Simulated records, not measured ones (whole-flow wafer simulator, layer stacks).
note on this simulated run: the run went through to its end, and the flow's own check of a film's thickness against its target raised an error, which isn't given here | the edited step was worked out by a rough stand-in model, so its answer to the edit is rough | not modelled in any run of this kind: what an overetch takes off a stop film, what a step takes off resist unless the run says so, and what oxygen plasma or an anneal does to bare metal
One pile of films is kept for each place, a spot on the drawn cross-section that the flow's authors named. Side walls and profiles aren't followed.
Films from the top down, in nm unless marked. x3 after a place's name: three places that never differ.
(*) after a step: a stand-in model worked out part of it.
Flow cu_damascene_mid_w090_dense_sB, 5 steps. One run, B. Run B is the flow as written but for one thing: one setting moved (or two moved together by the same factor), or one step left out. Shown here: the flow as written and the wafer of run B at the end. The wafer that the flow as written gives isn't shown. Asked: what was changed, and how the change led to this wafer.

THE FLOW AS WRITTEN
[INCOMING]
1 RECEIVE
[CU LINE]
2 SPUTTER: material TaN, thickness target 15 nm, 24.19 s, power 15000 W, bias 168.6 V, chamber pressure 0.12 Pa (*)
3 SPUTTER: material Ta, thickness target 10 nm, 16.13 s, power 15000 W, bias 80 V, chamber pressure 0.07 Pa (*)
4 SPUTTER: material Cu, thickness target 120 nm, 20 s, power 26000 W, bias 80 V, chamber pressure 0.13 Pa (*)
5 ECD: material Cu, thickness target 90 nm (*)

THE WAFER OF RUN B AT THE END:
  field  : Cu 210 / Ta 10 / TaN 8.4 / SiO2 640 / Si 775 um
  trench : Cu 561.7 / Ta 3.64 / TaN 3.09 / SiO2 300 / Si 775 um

The cause: step 2, SPUTTER: thickness target 8.4 nm was run, where the flow has thickness target 15 nm; step 2, SPUTTER: 13.57 s was run, where the flow has 24.19 s.
It can be read off the wafer: field has TaN 8.4, and step 2 as written asks for 15 nm.

How the change led to this, step by step:
  2 SPUTTER: material TaN, thickness target 15 nm, 24.19 s, power 15000 W, bias 168.6 V, chamber pressure 0.12 Pa (*)
      field: TaN +8.4 (new film) (as written it would be: TaN +15 (new film))
      trench: TaN +3.09 (new film) (as written it would be: TaN +5.51 (new film))
  4 SPUTTER: material Cu, thickness target 120 nm, 20 s, power 26000 W, bias 80 V, chamber pressure 0.13 Pa (*)
      trench: Cu +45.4 (new film) (as written it would be: Cu +44.3 (new film))
